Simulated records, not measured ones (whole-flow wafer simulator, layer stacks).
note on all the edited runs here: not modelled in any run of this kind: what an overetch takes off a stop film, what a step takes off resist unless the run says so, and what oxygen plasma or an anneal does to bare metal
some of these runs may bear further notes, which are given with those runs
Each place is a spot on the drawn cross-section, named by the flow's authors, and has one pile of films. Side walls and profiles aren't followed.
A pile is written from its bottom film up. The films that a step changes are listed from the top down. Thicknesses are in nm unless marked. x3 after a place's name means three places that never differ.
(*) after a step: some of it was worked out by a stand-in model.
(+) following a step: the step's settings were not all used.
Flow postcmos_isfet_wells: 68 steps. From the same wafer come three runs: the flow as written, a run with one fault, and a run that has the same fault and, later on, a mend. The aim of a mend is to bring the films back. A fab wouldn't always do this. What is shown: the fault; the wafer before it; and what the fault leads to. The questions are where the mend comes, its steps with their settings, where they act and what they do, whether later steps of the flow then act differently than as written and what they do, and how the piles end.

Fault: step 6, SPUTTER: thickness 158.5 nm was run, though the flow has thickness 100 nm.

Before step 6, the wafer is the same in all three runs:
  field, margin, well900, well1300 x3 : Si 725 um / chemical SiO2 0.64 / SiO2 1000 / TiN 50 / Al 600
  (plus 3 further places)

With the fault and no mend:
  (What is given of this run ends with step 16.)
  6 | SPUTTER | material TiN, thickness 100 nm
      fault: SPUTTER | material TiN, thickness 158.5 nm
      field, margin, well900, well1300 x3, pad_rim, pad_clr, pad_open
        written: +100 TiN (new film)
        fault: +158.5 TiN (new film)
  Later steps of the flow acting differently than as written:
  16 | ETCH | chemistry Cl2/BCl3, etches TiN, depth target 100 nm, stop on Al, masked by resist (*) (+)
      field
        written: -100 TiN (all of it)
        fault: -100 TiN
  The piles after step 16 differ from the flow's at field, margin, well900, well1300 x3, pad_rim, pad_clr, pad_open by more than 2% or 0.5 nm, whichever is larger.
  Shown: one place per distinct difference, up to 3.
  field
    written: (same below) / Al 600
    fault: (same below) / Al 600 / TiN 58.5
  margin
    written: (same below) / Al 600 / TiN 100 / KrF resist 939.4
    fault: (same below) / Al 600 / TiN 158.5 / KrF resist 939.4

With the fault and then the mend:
  The mend follows step 6.
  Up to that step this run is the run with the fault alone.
  6a | ETCH | chemistry peroxide tin strip, depth target 58.5 nm
      field, margin, well900, well1300 x3, pad_rim, pad_clr, pad_open
        -58.5 TiN
  None of the later steps of the flow acts differently than as written at any place that is followed.
  At every place that both follow, the piles at the end match the flow's.
